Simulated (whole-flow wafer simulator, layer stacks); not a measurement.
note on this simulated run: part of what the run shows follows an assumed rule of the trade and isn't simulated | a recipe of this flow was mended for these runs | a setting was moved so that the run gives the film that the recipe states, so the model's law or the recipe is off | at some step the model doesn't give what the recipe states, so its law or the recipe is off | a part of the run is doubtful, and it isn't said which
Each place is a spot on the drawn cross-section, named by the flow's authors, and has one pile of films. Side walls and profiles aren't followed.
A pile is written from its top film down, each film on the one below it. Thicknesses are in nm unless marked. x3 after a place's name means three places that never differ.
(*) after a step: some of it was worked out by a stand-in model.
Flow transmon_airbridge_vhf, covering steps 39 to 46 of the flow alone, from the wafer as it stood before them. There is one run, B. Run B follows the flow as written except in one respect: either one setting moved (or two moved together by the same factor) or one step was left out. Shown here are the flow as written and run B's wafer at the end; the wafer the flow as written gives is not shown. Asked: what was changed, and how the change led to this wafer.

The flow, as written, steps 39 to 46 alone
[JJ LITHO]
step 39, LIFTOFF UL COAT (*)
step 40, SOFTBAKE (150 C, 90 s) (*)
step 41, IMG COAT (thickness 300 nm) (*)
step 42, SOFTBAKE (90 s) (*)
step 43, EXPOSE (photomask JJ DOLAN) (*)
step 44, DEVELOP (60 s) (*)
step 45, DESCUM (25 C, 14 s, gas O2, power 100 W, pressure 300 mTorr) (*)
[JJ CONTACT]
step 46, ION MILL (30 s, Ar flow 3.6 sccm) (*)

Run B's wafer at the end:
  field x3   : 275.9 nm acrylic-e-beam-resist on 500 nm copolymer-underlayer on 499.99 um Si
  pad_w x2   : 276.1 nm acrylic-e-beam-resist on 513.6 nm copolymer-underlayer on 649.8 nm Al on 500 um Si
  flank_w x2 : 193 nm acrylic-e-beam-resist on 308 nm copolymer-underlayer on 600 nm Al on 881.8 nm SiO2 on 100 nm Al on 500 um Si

Cause: step 45, DESCUM: 7 s was run, whereas the flow has 14 s.

The path from the change to this, step by step:
  step 45, DESCUM (25 C, 14 s, gas O2, power 100 W, pressure 300 mTorr) (*)
      field x3, ground_far x3, pad_w x2, flank_w x2, gap_w x2, cpw_trace, margin_s x2, bridge_strip: -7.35 acrylic-e-beam-resist (it would be, as written: -14.7 acrylic-e-beam-resist)
